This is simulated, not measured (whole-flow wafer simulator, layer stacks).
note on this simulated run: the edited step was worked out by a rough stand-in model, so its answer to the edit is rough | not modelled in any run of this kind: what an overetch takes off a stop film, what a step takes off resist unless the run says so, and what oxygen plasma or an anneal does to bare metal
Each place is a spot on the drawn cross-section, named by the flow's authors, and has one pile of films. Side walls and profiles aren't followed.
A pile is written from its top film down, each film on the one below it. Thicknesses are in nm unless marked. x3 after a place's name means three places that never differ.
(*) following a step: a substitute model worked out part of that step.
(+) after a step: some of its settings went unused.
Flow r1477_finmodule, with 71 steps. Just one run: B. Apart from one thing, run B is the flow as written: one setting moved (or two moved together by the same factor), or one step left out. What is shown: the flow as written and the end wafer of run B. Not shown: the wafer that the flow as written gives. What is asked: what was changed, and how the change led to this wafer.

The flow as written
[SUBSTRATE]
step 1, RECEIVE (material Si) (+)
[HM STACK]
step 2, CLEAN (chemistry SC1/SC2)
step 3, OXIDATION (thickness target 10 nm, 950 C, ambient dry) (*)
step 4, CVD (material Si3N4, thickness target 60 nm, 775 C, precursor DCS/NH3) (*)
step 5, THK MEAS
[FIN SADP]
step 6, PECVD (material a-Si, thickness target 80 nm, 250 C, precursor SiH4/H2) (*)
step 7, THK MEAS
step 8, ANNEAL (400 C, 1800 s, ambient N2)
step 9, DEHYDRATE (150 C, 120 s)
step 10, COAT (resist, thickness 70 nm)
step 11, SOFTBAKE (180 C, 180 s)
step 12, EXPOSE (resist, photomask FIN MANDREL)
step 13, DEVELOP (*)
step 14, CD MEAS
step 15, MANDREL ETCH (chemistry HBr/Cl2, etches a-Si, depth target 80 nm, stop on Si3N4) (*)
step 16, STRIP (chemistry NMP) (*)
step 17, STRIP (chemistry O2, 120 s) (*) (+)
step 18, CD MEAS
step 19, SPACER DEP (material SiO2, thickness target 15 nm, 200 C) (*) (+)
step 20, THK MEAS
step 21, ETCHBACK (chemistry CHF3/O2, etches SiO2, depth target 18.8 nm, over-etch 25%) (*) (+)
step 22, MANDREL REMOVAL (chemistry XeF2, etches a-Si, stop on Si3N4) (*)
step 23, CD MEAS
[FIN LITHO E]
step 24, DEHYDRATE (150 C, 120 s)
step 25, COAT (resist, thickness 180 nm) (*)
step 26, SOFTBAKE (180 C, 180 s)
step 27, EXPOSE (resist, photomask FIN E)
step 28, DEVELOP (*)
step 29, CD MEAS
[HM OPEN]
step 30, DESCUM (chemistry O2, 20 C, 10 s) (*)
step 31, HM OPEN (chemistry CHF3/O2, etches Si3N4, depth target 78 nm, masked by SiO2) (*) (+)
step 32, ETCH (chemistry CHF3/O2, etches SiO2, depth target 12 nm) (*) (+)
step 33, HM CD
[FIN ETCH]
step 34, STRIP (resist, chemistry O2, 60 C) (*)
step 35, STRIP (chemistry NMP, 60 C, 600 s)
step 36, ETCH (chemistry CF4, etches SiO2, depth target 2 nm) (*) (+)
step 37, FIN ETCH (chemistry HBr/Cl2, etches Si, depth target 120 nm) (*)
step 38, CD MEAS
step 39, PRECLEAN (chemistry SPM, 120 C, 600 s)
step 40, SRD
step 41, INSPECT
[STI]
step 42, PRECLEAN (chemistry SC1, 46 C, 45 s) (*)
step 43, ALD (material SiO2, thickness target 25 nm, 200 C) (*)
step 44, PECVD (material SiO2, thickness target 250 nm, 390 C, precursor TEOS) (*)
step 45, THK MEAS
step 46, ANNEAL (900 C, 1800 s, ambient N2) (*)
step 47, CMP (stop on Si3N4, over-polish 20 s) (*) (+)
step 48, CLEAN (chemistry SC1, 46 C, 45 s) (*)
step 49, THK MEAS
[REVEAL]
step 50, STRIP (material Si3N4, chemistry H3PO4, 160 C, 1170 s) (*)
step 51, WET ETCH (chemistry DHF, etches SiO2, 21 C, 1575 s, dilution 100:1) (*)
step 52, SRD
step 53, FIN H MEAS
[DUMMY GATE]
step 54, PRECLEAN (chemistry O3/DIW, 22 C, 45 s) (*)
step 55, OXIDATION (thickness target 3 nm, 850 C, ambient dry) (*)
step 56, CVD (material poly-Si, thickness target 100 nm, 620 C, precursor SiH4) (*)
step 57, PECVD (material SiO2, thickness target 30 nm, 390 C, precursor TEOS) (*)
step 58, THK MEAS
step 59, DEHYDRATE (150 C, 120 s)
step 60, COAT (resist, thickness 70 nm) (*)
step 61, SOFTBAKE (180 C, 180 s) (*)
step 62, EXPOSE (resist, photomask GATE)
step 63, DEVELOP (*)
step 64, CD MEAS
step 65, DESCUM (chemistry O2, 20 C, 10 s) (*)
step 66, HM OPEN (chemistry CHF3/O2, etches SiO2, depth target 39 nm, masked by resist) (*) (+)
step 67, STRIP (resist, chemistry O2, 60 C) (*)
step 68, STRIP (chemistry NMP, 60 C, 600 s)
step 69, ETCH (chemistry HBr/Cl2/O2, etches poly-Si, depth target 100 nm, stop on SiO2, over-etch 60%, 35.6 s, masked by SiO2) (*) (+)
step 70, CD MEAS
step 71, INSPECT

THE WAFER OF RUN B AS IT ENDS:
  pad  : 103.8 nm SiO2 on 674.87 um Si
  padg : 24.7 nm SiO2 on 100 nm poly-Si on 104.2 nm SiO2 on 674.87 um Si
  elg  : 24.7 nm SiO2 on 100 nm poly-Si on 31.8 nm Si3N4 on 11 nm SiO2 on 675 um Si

What caused this: step 3, OXIDATION: thickness target 11 nm was run, while the flow as written has thickness target 10 nm.
One can read it off the wafer: elg has SiO2 11, and step 3 as written asks for 10 nm.

Step by step, how the change led to this:
  step 3, OXIDATION (thickness target 10 nm, 950 C, ambient dry) (*)
      pad, padg, elg and 33 more: SiO2 gains 11 (new film), chemical SiO2 loses 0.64 (all of it), Si loses 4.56 (as written it would have been: SiO2 gains 10 (new film), chemical SiO2 loses 0.64 (all of it), Si loses 4.12)
  step 31, HM OPEN (chemistry CHF3/O2, etches Si3N4, depth target 78 nm, masked by SiO2) (*) (+)
      pad, padg, esg and 13 more: Si3N4 loses 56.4 (all of it), SiO2 loses 11 (all of it) (as written it would have been: Si3N4 loses 56.4 (all of it), SiO2 loses 10 (all of it))
  step 32, ETCH (chemistry CHF3/O2, etches SiO2, depth target 12 nm) (*) (+)
      s40cg, s45cg, s50cg, s40co, s45co, s50co: SiO2 loses 2 (all of it), Si loses 2 (as written it would have been: SiO2 loses 1 (all of it), Si loses 2.2)
  step 51, WET ETCH (chemistry DHF, etches SiO2, 21 C, 1575 s, dilution 100:1) (*)
      s40sg_line, s45sg_line, s50sg_line, s40so_line, s45so_line, s50so_line: SiO2 loses 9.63 (all of it) (as written it would have been: SiO2 loses 8.63 (all of it))
  step 67, STRIP (resist, chemistry O2, 60 C) (*)
      s40sg: resist loses 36 (all of it) (as written it would have been: resist loses 36.9 (all of it))
      s45sg: resist loses 35.9 (all of it) (as written it would have been: resist loses 36.9 (all of it))
      (as well as at 1 more place)
